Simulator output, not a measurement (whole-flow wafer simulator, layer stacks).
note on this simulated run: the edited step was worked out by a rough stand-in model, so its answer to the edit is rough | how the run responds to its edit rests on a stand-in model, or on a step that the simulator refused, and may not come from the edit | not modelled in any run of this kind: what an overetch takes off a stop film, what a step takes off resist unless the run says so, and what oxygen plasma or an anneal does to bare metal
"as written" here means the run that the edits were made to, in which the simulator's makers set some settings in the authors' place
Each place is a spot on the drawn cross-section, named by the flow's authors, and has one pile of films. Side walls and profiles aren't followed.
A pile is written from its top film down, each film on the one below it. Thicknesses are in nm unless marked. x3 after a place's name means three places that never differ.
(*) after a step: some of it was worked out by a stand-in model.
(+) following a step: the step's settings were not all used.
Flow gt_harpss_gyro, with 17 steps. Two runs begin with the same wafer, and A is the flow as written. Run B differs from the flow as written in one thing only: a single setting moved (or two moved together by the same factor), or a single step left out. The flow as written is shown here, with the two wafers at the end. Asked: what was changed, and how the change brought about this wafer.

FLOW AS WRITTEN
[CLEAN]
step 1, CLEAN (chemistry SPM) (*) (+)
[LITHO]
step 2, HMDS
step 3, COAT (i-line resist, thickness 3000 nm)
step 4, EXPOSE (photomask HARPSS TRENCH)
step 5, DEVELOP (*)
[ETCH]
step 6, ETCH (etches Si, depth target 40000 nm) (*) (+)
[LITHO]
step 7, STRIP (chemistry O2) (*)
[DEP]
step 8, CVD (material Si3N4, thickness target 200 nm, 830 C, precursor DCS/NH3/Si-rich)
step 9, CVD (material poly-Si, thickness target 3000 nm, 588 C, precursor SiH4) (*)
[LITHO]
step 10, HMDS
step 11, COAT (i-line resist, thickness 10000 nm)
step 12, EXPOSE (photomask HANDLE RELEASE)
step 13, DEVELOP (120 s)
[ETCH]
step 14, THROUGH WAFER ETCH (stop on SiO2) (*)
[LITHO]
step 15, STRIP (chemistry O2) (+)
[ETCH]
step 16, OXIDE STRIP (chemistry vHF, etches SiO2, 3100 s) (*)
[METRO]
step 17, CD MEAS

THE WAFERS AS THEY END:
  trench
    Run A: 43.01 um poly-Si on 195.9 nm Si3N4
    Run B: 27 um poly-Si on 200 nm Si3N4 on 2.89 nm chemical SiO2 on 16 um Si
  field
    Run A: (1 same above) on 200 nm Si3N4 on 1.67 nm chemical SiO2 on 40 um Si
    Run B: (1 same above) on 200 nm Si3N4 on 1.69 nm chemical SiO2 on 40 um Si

What caused this: step 6, ETCH: depth target 24000 nm was run, though the flow has depth target 40000 nm.

Step by step, how the change led to this:
  step 6, ETCH (etches Si, depth target 40000 nm) (*) (+)
      trench: A -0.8 chemical SiO2 (all of it), -40 um Si (all of it) | B -0.8 chemical SiO2 (all of it), -24 um Si
      field: A -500 i-line resist | B -300 i-line resist
  step 7, STRIP (chemistry O2) (*)
      trench: A nothing | B +2.89 chemical SiO2 (new film), -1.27 Si
      field: A -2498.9 i-line resist (all of it), +0.87 chemical SiO2, -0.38 Si | B -2698.9 i-line resist (all of it), +0.89 chemical SiO2, -0.39 Si
  step 8, CVD (material Si3N4, thickness target 200 nm, 830 C, precursor DCS/NH3/Si-rich)
      trench: A +195.9 Si3N4 (new film) | B +200 Si3N4 (new film)
  step 9, CVD (material poly-Si, thickness target 3000 nm, 588 C, precursor SiH4) (*)
      trench: A +43.01 um poly-Si (new film) | B +27 um poly-Si (new film)
